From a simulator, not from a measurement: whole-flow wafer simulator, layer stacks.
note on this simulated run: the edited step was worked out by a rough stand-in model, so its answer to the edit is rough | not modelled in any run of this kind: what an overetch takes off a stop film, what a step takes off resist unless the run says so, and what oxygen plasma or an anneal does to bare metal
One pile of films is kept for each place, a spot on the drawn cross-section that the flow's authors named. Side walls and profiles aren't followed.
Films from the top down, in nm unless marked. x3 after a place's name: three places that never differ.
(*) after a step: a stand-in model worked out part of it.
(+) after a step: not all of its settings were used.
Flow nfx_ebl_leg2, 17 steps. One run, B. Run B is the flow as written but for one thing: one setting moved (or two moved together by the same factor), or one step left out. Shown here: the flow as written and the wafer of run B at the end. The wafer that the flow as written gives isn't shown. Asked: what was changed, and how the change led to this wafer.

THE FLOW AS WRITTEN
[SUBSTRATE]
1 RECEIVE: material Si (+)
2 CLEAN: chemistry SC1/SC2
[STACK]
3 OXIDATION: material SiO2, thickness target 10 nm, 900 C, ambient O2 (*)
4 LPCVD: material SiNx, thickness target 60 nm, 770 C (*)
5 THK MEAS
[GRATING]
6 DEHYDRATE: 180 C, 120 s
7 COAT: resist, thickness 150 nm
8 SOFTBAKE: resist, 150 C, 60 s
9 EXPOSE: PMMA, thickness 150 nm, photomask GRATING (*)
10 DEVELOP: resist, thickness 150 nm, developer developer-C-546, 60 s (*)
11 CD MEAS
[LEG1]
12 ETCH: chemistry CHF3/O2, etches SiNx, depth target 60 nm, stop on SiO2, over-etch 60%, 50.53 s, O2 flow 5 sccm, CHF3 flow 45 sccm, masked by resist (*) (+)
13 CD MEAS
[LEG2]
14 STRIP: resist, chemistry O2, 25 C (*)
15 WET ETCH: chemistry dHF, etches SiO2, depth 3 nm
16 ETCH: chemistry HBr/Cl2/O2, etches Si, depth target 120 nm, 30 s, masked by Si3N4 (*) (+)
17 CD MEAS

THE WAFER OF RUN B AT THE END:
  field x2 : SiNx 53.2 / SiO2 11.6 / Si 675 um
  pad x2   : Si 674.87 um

The cause: step 3, OXIDATION: thickness target 11.6 nm was run, where the flow has thickness target 10 nm.
It can be read off the wafer: field x2 has SiO2 11.6, and step 3 as written asks for 10 nm.

How the change led to this, step by step:
  3 OXIDATION: material SiO2, thickness target 10 nm, 900 C, ambient O2 (*)
      field x2, pad x2: SiO2 +11.6 (new film), chemical SiO2 -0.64 (all of it), Si -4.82 (as written it would be: SiO2 +10 (new film), chemical SiO2 -0.64 (all of it), Si -4.12)
  12 ETCH: chemistry CHF3/O2, etches SiNx, depth target 60 nm, stop on SiO2, over-etch 60%, 50.53 s, O2 flow 5 sccm, CHF3 flow 45 sccm, masked by resist (*) (+)
      pad x2: SiNx -60 (all of it), SiO2 -11.6 (all of it) (as written it would be: SiNx -60 (all of it), SiO2 -10 (all of it))
